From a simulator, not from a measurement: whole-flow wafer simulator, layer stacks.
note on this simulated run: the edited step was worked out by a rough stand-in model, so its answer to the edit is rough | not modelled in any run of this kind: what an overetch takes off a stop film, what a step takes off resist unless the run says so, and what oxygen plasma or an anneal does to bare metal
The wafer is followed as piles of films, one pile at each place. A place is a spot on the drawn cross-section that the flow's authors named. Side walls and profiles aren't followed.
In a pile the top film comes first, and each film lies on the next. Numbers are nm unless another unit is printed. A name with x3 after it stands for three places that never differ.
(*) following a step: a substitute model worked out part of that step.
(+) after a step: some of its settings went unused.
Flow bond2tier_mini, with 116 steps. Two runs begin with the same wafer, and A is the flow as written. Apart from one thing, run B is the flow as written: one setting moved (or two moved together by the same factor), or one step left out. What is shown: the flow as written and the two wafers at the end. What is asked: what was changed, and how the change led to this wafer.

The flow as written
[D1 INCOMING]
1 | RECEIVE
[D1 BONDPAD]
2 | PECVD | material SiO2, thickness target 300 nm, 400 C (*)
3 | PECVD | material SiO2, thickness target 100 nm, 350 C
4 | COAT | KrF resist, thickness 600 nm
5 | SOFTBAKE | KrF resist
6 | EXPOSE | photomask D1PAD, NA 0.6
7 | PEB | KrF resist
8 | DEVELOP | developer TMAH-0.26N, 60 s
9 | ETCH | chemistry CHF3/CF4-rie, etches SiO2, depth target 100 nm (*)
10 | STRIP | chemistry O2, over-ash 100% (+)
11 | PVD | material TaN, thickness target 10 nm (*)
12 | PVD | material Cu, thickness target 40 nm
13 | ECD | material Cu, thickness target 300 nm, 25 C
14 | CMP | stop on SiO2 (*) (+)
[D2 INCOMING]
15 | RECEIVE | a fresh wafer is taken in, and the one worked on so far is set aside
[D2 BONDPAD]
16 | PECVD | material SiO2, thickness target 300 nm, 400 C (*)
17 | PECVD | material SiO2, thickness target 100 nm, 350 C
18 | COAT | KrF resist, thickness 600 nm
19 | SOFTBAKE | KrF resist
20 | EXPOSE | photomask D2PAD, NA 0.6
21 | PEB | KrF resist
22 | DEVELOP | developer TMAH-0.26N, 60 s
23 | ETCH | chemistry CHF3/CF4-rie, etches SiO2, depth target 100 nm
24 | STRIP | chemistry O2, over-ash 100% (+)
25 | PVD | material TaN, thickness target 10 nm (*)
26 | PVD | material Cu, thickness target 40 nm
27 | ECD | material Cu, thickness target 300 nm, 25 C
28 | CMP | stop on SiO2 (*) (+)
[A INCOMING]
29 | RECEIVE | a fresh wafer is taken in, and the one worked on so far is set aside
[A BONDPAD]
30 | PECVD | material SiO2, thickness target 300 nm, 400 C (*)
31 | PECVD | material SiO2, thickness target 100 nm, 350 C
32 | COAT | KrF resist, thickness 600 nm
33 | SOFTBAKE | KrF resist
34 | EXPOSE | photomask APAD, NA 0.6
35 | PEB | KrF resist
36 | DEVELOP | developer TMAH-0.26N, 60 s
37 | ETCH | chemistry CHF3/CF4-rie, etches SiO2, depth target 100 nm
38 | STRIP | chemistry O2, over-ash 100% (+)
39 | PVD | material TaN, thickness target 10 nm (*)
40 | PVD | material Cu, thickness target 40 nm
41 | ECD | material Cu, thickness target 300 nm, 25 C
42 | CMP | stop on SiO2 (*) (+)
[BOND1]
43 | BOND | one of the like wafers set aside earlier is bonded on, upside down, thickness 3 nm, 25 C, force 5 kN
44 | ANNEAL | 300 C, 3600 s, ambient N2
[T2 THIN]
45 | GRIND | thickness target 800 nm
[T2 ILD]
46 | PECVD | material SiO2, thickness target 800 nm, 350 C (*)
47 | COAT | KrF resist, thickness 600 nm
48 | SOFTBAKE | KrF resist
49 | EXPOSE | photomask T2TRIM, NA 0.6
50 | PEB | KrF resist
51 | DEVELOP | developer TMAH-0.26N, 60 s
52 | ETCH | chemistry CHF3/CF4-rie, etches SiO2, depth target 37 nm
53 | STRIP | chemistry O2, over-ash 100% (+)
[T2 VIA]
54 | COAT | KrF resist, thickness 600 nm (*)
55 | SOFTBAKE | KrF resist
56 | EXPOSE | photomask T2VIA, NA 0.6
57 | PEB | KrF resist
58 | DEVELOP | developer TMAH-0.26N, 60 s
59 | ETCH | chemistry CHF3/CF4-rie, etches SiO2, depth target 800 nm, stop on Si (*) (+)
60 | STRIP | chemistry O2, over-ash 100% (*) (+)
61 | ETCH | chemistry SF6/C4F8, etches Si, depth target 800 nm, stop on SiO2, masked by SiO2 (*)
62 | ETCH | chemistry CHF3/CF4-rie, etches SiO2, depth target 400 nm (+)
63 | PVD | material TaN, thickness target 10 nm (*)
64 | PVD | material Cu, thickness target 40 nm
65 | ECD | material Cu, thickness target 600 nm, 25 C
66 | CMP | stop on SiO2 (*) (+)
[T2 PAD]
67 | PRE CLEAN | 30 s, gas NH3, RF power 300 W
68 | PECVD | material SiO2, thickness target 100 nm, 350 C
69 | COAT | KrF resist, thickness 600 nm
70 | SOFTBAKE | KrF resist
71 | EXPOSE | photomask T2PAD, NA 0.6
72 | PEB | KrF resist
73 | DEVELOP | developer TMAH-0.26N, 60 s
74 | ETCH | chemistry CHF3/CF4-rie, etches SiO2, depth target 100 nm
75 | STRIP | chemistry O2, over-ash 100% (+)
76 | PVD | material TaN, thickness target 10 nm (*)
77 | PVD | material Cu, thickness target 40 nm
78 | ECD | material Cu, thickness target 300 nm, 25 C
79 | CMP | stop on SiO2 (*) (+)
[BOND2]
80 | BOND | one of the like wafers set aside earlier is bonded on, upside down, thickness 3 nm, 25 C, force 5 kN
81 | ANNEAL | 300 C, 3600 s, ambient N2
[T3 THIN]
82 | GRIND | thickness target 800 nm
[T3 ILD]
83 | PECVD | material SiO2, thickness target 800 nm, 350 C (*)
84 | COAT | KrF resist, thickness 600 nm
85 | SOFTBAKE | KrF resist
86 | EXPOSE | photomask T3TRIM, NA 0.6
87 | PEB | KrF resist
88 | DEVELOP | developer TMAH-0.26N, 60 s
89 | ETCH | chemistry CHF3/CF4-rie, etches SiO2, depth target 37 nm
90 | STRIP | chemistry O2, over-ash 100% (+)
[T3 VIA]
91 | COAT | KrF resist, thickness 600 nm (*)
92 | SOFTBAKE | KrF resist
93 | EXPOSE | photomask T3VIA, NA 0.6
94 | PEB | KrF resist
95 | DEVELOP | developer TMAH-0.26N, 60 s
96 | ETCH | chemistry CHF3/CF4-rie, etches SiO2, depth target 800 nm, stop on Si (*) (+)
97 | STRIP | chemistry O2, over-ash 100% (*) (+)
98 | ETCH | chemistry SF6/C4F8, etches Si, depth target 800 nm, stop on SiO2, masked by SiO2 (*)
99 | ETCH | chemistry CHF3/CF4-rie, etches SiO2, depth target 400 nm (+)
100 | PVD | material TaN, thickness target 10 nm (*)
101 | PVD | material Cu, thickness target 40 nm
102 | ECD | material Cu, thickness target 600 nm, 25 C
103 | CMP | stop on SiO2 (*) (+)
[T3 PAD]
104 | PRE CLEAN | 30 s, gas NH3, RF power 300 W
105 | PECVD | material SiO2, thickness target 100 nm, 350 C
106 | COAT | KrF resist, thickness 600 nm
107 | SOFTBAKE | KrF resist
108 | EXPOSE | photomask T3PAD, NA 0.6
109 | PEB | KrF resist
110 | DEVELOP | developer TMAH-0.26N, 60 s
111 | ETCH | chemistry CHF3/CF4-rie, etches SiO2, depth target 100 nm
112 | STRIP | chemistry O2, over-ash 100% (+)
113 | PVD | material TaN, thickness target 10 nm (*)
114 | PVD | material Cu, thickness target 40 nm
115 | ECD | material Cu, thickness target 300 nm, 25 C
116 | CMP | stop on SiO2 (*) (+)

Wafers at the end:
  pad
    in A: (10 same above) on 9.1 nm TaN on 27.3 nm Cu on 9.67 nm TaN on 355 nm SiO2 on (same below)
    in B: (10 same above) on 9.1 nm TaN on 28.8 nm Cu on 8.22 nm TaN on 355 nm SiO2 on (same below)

What caused this: step 63, PVD: thickness target 8.5 nm was run, whereas the flow has thickness target 10 nm.

How this came from the change, step by step:
  63 | PVD | material TaN, thickness target 10 nm (*)
      field: A +10 TaN (new film) | B +8.5 TaN (new film)
      pad: A +9.67 TaN (new film) | B +8.22 TaN (new film)
  66 | CMP | stop on SiO2 (*) (+)
      field: A -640 Cu (all of it), -10 TaN (all of it) | B -640 Cu (all of it), -8.5 TaN (all of it)
